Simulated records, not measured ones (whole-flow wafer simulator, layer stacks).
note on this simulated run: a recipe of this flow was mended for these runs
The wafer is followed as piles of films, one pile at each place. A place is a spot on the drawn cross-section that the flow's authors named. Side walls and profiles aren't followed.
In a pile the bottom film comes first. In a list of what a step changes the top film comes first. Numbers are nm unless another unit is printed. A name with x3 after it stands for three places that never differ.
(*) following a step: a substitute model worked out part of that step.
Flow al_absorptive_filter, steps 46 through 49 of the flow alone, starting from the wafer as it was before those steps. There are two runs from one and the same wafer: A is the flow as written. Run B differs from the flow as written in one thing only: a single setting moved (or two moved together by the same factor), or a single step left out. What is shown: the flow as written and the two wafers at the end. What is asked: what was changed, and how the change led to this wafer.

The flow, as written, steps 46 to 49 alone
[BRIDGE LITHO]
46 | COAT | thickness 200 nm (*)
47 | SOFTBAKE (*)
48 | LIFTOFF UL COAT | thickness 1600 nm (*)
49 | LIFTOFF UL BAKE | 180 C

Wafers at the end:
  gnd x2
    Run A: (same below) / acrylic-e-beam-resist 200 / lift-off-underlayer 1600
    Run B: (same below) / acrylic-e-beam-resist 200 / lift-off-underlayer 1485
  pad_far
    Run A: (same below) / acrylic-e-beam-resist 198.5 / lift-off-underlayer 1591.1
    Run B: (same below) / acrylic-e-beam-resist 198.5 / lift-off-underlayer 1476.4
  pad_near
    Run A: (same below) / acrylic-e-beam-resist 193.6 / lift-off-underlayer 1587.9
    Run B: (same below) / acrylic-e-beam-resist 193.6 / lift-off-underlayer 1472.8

The reason: step 48, LIFTOFF UL COAT: thickness 1485 nm was run, while the flow as written has thickness 1600 nm.
One can read it off the wafer: gnd x2 has lift-off-underlayer 1485, and step 48 as written asks for 1600 nm.

Step by step, how the change led to this:
  48 | LIFTOFF UL COAT | thickness 1600 nm (*)
      gnd x2, idc_field: A lift-off-underlayer gains 1600 (new film) | B lift-off-underlayer gains 1485 (new film)
      pad_far: A lift-off-underlayer gains 1591.1 (new film) | B lift-off-underlayer gains 1476.4 (new film)
      (also at 10 further places)
